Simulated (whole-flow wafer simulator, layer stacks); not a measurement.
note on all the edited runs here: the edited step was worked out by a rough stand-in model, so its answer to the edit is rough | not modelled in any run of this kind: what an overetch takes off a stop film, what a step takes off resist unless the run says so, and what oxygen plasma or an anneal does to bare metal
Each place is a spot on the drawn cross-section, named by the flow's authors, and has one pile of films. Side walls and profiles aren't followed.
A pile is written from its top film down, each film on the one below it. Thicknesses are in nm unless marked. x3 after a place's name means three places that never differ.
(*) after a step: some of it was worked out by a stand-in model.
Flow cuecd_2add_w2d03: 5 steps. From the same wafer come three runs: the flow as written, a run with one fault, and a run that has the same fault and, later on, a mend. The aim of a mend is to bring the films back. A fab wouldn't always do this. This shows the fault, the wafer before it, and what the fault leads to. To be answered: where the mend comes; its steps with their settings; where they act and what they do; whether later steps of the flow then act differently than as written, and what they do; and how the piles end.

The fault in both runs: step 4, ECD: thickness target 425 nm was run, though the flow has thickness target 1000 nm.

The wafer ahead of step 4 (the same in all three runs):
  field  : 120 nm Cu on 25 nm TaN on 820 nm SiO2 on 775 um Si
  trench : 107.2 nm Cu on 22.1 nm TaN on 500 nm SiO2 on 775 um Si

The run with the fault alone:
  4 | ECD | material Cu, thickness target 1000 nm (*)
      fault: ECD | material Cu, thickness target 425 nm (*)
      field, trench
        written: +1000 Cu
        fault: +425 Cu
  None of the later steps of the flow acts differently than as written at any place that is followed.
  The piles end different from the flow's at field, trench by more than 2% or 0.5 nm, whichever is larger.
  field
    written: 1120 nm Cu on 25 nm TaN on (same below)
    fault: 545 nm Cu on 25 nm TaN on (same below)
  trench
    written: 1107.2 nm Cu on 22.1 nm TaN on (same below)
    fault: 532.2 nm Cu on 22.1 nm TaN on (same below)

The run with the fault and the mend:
  The mend stands after step 5.
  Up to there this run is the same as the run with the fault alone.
  5a | ECD | material Cu, thickness target 575 nm (*) (the flow's step 4, run once more with other settings)
      field, trench
        +575 Cu
  None of the later steps of the flow acts differently than as written at any place that is followed.
  At every place that both follow, the piles at the end match the flow's.
